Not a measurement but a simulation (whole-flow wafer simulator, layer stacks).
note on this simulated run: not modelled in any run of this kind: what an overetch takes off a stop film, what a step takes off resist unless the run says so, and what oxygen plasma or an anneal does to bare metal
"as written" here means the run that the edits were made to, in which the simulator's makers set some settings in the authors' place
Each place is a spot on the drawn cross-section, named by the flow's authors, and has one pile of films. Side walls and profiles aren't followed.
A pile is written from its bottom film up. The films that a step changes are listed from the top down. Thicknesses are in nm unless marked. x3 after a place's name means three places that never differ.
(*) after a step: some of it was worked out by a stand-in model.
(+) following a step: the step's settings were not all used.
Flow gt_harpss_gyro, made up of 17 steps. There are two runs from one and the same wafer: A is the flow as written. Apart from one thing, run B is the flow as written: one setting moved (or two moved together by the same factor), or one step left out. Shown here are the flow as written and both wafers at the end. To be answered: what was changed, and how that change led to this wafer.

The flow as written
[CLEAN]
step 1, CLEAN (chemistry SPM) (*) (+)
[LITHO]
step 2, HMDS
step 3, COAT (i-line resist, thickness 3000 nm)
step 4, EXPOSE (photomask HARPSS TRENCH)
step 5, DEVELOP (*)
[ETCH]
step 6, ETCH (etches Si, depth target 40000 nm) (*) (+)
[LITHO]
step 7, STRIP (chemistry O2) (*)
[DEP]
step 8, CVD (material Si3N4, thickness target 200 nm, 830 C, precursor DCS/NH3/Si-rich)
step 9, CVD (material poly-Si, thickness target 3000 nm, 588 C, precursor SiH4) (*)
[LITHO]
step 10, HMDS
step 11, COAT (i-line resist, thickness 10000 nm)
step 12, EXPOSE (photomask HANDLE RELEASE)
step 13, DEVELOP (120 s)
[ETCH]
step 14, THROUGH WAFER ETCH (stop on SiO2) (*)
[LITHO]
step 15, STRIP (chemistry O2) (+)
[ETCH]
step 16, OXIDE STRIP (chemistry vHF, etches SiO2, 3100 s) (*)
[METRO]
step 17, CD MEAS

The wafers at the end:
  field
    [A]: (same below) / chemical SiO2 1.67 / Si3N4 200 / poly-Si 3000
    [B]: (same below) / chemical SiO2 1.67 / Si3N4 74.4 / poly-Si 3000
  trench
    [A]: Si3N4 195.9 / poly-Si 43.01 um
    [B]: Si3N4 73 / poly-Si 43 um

What caused this: step 8, CVD: thickness target 74.4 nm was run, while the flow as written has thickness target 200 nm.
One can read it off the wafer: field has Si3N4 74.4, and step 8 as written asks for 200 nm.

The path from the change to this, step by step:
  step 8, CVD (material Si3N4, thickness target 200 nm, 830 C, precursor DCS/NH3/Si-rich)
      field: A Si3N4 gains 200 (new film) | B Si3N4 gains 74.4 (new film)
      trench: A Si3N4 gains 195.9 (new film) | B Si3N4 gains 73 (new film)
  step 9, CVD (material poly-Si, thickness target 3000 nm, 588 C, precursor SiH4) (*)
      trench: A poly-Si gains 43.01 um (new film) | B poly-Si gains 43 um (new film)
